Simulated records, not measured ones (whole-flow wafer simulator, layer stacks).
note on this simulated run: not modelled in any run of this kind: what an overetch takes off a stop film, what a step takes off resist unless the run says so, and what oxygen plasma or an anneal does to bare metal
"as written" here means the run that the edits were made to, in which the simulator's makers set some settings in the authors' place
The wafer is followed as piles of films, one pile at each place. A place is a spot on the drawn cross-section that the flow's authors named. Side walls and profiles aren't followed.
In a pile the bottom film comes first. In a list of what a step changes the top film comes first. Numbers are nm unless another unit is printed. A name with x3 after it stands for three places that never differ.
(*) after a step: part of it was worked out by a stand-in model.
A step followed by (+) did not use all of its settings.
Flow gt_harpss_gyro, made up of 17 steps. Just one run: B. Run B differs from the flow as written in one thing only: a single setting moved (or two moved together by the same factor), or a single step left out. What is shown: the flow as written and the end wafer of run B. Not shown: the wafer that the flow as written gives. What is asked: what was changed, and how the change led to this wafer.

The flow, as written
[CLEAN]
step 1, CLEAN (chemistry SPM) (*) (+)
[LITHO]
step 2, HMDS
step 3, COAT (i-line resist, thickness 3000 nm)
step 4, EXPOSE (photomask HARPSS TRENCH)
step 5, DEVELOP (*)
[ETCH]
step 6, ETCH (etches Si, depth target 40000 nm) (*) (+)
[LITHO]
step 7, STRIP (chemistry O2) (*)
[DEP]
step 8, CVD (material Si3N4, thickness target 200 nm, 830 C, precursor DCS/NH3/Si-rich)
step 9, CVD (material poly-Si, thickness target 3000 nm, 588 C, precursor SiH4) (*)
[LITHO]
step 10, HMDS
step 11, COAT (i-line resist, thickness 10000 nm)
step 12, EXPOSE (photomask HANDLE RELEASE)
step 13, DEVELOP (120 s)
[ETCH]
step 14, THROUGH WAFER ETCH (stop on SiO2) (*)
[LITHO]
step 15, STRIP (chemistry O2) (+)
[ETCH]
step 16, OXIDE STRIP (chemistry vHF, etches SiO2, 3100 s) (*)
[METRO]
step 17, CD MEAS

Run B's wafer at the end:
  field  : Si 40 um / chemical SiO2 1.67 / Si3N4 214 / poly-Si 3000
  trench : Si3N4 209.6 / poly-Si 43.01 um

The reason: step 8, CVD: thickness target 214 nm was run, though the flow has thickness target 200 nm.
The wafer lets one read it off: field has Si3N4 214, and step 8 as written asks for 200 nm.

How this came from the change, step by step:
  step 8, CVD (material Si3N4, thickness target 200 nm, 830 C, precursor DCS/NH3/Si-rich)
      field: +214 Si3N4 (new film) (in the flow as written it would be: +200 Si3N4 (new film))
      trench: +209.6 Si3N4 (new film) (in the flow as written it would be: +195.9 Si3N4 (new film))
